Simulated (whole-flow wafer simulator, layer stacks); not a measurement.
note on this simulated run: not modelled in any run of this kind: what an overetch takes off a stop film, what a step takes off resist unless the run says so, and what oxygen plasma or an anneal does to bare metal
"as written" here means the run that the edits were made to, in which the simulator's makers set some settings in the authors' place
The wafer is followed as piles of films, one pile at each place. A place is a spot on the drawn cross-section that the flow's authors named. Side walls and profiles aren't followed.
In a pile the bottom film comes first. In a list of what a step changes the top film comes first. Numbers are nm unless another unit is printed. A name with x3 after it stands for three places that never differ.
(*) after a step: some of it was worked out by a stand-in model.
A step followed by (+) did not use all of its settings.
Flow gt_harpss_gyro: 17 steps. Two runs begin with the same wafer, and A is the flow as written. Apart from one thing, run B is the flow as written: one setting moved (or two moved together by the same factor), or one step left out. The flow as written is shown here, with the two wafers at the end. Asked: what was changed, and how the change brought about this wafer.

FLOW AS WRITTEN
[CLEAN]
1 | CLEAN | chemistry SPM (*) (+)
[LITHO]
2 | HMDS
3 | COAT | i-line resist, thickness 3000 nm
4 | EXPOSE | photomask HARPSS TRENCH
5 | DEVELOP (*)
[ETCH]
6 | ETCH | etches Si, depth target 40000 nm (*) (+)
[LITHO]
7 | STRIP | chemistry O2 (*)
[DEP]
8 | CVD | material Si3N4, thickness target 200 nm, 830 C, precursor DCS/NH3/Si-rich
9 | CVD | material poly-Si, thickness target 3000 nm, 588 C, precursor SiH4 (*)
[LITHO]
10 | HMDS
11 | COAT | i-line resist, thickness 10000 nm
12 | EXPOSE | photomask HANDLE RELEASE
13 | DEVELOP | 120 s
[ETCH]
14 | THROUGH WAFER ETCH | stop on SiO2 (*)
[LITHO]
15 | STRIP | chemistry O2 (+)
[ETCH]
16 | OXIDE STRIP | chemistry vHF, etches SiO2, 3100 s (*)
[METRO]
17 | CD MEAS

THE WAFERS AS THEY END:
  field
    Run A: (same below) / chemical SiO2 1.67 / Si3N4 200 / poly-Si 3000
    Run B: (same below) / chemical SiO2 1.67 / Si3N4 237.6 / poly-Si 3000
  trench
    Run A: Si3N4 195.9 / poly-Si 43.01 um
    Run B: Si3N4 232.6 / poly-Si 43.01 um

The reason: step 8, CVD: thickness target 237.6 nm was run, though the flow has thickness target 200 nm.
The wafer lets one read it off: field has Si3N4 237.6, and step 8 as written asks for 200 nm.

Step by step, how the change led to this:
  8 | CVD | material Si3N4, thickness target 200 nm, 830 C, precursor DCS/NH3/Si-rich
      field: A +200 Si3N4 (new film) | B +237.6 Si3N4 (new film)
      trench: A +195.9 Si3N4 (new film) | B +232.6 Si3N4 (new film)
